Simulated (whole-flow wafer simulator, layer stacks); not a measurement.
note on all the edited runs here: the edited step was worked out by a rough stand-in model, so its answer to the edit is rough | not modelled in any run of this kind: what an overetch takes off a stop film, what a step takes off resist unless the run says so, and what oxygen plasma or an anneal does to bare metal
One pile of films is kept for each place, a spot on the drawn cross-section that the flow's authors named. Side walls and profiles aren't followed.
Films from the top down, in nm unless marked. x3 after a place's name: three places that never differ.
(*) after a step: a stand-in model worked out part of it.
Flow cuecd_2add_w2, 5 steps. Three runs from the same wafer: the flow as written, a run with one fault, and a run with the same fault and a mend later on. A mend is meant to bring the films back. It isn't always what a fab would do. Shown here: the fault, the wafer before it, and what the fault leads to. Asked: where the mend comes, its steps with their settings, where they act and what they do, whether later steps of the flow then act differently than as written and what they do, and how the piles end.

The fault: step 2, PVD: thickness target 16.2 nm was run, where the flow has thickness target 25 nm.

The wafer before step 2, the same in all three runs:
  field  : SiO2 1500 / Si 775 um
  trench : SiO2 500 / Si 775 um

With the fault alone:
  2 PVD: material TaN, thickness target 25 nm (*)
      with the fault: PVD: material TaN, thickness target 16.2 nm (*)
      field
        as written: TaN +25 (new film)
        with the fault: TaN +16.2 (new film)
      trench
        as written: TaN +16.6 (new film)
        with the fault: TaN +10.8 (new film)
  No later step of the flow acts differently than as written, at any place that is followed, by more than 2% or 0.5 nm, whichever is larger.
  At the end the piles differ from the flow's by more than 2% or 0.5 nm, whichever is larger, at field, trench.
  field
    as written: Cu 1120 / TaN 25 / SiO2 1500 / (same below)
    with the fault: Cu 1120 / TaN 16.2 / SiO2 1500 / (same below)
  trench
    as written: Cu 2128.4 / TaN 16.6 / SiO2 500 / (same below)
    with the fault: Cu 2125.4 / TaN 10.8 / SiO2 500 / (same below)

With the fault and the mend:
  The mend comes after step 2.
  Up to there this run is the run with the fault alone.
  2a PVD: material TaN, thickness target 8.8 nm (*) (the flow's step 2 once more, with other settings)
      field
        TaN +8.8
      trench
        TaN +5.81
  No later step of the flow acts differently than as written at any place that is followed.
  At the end the piles are the same as the flow's at every place that both follow.
